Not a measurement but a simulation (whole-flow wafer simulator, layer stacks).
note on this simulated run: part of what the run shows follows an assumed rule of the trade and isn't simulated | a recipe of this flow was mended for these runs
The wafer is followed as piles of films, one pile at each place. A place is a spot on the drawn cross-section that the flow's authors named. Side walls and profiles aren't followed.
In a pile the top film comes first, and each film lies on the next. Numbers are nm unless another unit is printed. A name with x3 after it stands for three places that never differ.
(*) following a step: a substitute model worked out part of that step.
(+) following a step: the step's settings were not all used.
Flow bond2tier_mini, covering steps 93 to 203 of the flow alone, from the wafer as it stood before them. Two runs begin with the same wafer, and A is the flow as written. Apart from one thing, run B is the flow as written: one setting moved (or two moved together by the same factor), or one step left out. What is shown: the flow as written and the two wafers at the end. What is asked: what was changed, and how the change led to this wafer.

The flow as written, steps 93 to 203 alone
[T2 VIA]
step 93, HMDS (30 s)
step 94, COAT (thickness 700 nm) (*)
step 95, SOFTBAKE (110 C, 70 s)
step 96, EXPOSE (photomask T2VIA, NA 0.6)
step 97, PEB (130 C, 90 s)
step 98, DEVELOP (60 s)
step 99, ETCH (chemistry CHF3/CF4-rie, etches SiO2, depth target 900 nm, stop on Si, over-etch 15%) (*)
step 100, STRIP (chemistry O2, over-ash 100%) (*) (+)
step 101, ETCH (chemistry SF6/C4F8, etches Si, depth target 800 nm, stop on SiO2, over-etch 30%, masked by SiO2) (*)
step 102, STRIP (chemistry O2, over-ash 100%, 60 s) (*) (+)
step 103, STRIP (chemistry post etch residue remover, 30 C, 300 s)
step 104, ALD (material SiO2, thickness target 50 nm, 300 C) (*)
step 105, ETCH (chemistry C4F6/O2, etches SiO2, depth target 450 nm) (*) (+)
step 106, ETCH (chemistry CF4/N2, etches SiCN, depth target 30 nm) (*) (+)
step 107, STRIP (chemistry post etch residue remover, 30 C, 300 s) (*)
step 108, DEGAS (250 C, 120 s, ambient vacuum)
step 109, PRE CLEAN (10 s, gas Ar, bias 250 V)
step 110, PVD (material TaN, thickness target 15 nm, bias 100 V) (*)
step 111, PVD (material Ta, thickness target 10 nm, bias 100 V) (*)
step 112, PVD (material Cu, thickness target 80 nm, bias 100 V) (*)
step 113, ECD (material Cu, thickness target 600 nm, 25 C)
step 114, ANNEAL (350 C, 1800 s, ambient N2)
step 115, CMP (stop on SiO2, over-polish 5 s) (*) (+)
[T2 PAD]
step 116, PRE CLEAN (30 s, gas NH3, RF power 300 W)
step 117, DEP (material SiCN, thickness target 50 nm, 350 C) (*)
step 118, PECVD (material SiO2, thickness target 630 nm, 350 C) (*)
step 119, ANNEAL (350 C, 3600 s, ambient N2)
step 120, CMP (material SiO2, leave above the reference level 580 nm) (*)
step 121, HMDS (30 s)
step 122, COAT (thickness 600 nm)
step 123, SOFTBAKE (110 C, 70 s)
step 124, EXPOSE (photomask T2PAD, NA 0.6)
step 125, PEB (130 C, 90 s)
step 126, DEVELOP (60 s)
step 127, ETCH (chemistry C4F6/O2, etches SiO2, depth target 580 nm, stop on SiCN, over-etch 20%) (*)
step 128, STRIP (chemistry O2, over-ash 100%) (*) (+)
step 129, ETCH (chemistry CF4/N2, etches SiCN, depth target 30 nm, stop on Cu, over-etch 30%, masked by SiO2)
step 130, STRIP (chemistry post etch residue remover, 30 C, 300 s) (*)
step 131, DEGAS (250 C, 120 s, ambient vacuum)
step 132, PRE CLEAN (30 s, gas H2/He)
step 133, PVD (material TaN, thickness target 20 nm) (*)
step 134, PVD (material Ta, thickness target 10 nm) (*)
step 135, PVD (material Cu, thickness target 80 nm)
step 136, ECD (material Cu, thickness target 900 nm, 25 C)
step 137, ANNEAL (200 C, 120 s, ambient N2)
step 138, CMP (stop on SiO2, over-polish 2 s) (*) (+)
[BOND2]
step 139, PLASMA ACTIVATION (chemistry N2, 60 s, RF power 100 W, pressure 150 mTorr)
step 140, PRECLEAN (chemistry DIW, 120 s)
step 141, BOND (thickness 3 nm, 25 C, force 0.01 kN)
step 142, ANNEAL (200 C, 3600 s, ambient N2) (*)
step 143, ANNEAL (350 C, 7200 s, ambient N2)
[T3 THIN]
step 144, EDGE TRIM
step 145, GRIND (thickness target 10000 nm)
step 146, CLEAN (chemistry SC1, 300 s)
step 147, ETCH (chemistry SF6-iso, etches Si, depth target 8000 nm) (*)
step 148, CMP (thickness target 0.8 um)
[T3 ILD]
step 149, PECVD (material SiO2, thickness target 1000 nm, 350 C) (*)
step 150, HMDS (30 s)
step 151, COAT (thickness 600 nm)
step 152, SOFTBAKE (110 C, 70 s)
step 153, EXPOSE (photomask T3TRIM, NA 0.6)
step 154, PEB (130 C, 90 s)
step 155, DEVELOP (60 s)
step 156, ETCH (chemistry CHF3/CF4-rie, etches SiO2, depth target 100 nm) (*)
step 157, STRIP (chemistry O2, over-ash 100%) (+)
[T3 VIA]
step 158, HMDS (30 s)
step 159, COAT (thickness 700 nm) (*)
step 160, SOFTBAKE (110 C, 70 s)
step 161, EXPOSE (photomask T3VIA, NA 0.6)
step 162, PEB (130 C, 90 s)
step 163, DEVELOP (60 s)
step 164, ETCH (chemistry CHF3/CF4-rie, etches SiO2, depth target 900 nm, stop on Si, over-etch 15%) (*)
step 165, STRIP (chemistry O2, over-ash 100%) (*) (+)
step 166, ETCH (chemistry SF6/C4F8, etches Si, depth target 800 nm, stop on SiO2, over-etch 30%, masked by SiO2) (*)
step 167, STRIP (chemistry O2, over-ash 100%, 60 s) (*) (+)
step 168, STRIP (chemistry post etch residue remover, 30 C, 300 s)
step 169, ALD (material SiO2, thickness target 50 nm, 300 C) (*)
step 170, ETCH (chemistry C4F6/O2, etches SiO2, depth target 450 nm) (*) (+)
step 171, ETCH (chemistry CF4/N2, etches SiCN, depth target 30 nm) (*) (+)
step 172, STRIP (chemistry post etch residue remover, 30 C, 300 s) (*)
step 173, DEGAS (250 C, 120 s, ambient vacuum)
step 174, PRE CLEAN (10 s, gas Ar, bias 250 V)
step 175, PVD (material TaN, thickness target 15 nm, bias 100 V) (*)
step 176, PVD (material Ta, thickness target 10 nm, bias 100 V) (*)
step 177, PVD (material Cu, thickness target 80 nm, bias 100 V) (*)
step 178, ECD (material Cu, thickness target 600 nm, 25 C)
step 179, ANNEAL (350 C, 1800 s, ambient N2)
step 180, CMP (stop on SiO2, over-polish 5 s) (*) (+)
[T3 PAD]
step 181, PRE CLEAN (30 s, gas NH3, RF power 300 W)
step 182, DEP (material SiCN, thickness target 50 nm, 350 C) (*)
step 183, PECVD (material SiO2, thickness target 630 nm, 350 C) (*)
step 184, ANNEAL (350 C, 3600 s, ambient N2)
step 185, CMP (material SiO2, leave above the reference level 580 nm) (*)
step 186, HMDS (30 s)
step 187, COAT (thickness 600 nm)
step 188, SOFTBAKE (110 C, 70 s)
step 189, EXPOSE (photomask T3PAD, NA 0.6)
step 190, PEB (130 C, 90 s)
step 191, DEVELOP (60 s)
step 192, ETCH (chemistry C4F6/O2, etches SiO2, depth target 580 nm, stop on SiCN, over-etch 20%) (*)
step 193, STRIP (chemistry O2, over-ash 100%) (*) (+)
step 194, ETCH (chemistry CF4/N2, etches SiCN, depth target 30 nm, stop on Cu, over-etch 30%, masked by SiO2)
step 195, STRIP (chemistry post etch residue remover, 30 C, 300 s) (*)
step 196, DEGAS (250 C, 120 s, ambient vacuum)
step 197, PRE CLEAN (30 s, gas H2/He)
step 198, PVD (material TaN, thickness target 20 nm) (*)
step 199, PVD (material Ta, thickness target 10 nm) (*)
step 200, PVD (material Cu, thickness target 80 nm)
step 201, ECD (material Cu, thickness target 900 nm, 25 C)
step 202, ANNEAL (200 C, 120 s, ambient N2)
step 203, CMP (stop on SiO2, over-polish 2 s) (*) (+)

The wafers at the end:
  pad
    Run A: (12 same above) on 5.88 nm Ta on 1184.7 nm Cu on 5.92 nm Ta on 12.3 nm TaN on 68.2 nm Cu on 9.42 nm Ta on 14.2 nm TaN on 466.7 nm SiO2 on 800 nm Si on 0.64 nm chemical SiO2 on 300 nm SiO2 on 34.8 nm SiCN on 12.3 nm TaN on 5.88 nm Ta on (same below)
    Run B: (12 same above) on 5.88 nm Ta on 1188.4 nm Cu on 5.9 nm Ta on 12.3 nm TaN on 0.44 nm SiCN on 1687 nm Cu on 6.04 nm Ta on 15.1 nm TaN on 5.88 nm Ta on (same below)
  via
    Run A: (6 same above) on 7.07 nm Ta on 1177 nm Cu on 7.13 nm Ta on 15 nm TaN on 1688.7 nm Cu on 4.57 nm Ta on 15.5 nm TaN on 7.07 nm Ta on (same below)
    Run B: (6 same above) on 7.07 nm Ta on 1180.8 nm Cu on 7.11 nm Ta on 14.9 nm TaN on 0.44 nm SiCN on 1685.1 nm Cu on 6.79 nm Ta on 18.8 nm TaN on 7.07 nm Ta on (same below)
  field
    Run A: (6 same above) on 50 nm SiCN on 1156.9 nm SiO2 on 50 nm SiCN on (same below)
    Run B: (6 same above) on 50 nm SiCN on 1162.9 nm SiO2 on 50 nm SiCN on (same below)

Cause: step 96, EXPOSE: photomask T2PAD was run, whereas the flow has photomask T2VIA.

Step by step, how the change led to this:
  step 98, DEVELOP (60 s)
      pad: A thick-KrF-resist loses 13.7 | B thick-KrF-resist loses 731.7 (all of it)
  step 99, ETCH (chemistry CHF3/CF4-rie, etches SiO2, depth target 900 nm, stop on Si, over-etch 15%) (*)
      pad: A thick-KrF-resist loses 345 | B SiO2 loses 900 (all of it), Si loses 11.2
  step 100, STRIP (chemistry O2, over-ash 100%) (*) (+)
      pad: A thick-KrF-resist loses 372.9 (all of it) | B nothing
  step 101, ETCH (chemistry SF6/C4F8, etches Si, depth target 800 nm, stop on SiO2, over-etch 30%, masked by SiO2) (*)
      pad: A SiO2 loses 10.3 | B Si loses 788.8 (all of it), chemical SiO2 loses 0.64 (all of it), SiO2 loses 1.87
  step 105, ETCH (chemistry C4F6/O2, etches SiO2, depth target 450 nm) (*) (+)
      pad: A SiO2 loses 450 | B SiO2 loses 348.1 (all of it), SiCN loses 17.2
  step 106, ETCH (chemistry CF4/N2, etches SiCN, depth target 30 nm) (*) (+)
      pad: A SiO2 loses 20 | B SiCN loses 17.6 (all of it), TaN loses 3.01
  step 109, PRE CLEAN (10 s, gas Ar, bias 250 V)
      pad: A SiO2 loses 3 | B TaN loses 3.19
  step 110, PVD (material TaN, thickness target 15 nm, bias 100 V) (*)
      pad: A TaN gains 14.2 (new film) | B TaN gains 9.11
      via: A TaN gains 6.94 | B TaN gains 10.2
  step 111, PVD (material Ta, thickness target 10 nm, bias 100 V) (*)
      pad: A Ta gains 9.42 (new film) | B Ta gains 6.04 (new film)
      via: A Ta gains 4.57 (new film) | B Ta gains 6.79 (new film)
  step 112, PVD (material Cu, thickness target 80 nm, bias 100 V) (*)
      pad: A Cu gains 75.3 (new film) | B Cu gains 47.5 (new film)
      via: A Cu gains 35 (new film) | B Cu gains 53.5 (new film)
  step 113, ECD (material Cu, thickness target 600 nm, 25 C)
      pad: A Cu gains 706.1 | B Cu gains 2350.8
  step 129, ETCH (chemistry CF4/N2, etches SiCN, depth target 30 nm, stop on Cu, over-etch 30%, masked by SiO2)
      pad, via: A SiCN loses 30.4 (all of it), Cu loses 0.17 | B SiCN loses 30
      field: A SiO2 loses 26 | B SiO2 loses 20
  step 130, STRIP (chemistry post etch residue remover, 30 C, 300 s) (*)
      pad, via: A Cu loses 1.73 | B nothing
With metal films that touch counted as one body, via has 2 bodies (between them, from the top down: SiCN 0.44); the flow as written gives 1 body.
